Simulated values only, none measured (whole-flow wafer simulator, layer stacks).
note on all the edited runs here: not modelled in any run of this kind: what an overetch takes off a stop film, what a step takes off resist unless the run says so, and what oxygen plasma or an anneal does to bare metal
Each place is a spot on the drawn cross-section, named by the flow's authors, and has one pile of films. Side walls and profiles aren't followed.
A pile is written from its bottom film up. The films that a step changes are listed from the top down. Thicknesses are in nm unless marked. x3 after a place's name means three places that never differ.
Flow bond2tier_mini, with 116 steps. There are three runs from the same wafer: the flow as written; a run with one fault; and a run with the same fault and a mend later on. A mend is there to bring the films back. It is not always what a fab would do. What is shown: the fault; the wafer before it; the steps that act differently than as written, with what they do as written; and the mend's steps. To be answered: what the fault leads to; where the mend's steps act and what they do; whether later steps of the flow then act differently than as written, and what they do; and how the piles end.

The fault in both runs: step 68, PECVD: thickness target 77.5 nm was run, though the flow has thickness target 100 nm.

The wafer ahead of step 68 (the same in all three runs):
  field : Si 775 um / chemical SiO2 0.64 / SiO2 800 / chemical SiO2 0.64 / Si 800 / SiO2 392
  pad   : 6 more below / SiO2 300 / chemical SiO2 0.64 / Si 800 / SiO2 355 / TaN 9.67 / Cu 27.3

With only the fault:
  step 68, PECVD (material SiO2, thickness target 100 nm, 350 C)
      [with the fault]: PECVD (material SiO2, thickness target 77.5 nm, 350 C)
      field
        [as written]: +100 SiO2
        [with the fault]: +77.5 SiO2
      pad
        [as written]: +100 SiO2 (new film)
        [with the fault]: +77.5 SiO2 (new film)
  Later steps of the flow acting differently than as written (1 more step, not shown, differs only slightly: by at most 2% or 0.5 nm, whichever is larger):
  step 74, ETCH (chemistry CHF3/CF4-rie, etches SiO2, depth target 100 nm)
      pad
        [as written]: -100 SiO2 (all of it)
        [with the fault]: -77.5 SiO2 (all of it), -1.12 Cu
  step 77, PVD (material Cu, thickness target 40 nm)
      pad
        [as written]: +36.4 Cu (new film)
        [with the fault]: +37.2 Cu (new film)
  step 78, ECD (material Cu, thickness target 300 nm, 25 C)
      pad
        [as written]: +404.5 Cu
        [with the fault]: +382.1 Cu
  At field, pad, the piles at the end differ from the flow's by more than 2% or 0.5 nm, whichever is larger.
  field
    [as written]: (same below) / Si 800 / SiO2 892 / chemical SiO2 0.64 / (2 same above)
    [with the fault]: (same below) / Si 800 / SiO2 869.5 / chemical SiO2 0.64 / (2 same above)
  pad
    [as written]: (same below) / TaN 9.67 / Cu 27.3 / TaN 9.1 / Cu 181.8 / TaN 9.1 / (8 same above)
    [with the fault]: (same below) / TaN 9.67 / Cu 26.2 / TaN 9.34 / Cu 160.2 / TaN 9.1 / (8 same above)

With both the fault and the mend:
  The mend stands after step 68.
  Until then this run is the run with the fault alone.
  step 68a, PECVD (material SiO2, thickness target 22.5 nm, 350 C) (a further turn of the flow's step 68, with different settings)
      field, pad
        +22.5 SiO2
  Later steps of the flow that are run all act as written at every place that is followed.
  The piles end the same as the flow's at every place that both follow.
